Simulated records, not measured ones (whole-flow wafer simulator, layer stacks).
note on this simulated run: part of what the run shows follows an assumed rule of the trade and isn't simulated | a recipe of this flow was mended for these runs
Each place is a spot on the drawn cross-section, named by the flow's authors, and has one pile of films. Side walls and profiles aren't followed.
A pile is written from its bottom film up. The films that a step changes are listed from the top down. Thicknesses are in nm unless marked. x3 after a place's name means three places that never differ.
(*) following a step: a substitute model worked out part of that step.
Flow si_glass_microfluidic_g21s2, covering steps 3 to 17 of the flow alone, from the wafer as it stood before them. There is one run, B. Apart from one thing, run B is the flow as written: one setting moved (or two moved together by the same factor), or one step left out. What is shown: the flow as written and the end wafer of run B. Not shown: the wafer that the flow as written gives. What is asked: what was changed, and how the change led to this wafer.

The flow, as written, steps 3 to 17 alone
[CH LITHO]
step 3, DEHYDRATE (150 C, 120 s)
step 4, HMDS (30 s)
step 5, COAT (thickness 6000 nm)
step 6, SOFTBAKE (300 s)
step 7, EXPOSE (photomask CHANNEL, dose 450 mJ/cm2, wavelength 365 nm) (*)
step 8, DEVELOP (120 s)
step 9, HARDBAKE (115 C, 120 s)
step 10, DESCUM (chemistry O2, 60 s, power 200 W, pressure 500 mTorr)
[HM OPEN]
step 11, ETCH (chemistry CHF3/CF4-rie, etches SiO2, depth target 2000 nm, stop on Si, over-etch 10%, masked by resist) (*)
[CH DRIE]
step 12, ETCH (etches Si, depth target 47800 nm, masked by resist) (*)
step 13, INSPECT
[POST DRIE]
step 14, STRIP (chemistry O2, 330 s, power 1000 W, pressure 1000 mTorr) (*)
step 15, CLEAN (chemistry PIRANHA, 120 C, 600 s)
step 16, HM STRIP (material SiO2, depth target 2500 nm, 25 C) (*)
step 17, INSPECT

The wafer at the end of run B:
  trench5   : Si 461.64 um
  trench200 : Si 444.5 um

Cause: step 5, COAT: thickness 8700 nm was run, whereas the flow has thickness 6000 nm.

The path from the change to this, step by step:
  step 5, COAT (thickness 6000 nm)
      land, trench20, trench5, trench200: +8700 thick-i-line-resist (new film) (in the flow as written it would be: +6000 thick-i-line-resist (new film))
  step 8, DEVELOP (120 s)
      trench20, trench5, trench200: -8700 thick-i-line-resist (all of it) (in the flow as written it would be: -6000 thick-i-line-resist (all of it))
  step 9, HARDBAKE (115 C, 120 s)
      land: -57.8 thick-i-line-resist (in the flow as written it would be: -33.5 thick-i-line-resist)
  step 12, ETCH (etches Si, depth target 47800 nm, masked by resist) (*)
      trench5: -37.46 um Si (in the flow as written it would be: -38.09 um Si)
      trench200: -54.59 um Si (in the flow as written it would be: -54.08 um Si)
  step 14, STRIP (chemistry O2, 330 s, power 1000 W, pressure 1000 mTorr) (*)
      land: -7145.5 thick-i-line-resist (all of it) (in the flow as written it would be: -4476.3 thick-i-line-resist (all of it))
